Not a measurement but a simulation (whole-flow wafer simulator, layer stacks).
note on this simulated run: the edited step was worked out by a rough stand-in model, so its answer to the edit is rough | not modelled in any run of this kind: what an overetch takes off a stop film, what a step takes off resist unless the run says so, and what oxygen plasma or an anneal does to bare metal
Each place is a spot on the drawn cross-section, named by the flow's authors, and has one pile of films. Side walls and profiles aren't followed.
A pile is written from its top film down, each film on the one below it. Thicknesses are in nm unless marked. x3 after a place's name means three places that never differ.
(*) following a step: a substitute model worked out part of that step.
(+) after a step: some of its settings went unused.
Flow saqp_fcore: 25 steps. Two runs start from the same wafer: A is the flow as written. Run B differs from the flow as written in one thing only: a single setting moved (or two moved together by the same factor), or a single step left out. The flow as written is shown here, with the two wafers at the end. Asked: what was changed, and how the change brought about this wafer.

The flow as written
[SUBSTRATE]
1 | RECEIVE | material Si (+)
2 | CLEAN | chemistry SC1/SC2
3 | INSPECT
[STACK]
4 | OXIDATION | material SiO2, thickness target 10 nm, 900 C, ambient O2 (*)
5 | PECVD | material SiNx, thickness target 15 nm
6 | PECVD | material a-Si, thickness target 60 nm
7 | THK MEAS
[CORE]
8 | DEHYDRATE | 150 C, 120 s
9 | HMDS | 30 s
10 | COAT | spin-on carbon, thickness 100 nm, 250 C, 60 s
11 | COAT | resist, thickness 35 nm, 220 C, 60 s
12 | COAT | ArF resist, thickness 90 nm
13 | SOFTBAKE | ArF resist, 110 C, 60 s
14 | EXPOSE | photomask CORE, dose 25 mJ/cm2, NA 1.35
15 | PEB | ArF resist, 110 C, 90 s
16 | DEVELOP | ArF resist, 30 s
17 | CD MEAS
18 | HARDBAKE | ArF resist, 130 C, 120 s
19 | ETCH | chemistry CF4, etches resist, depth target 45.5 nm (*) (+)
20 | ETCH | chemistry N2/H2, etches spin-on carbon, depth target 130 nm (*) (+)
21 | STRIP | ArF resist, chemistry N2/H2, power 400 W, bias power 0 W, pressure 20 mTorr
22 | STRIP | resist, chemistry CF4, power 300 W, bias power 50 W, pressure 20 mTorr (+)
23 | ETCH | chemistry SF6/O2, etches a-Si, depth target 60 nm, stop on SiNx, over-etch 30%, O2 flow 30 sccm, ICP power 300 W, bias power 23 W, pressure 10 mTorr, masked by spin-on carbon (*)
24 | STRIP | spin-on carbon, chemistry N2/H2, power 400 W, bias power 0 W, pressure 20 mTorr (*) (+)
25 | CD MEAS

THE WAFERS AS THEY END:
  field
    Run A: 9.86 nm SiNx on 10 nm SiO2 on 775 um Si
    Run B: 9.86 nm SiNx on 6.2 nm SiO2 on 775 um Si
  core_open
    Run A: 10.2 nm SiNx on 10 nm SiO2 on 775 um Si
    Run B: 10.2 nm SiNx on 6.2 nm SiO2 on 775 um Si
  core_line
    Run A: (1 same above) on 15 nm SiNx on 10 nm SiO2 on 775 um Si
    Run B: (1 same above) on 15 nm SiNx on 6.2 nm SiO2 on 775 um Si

What caused this: step 4, OXIDATION: thickness target 6.2 nm was run, while the flow as written has thickness target 10 nm.
The wafer lets one read it off: field has SiO2 6.2, and step 4 as written asks for 10 nm.

Step by step, how the change led to this:
  4 | OXIDATION | material SiO2, thickness target 10 nm, 900 C, ambient O2 (*)
      field, core_open, core_line: A SiO2 gains 10 (new film), chemical SiO2 loses 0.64 (all of it), Si loses 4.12 | B SiO2 gains 6.2 (new film), chemical SiO2 loses 0.64 (all of it), Si loses 2.44
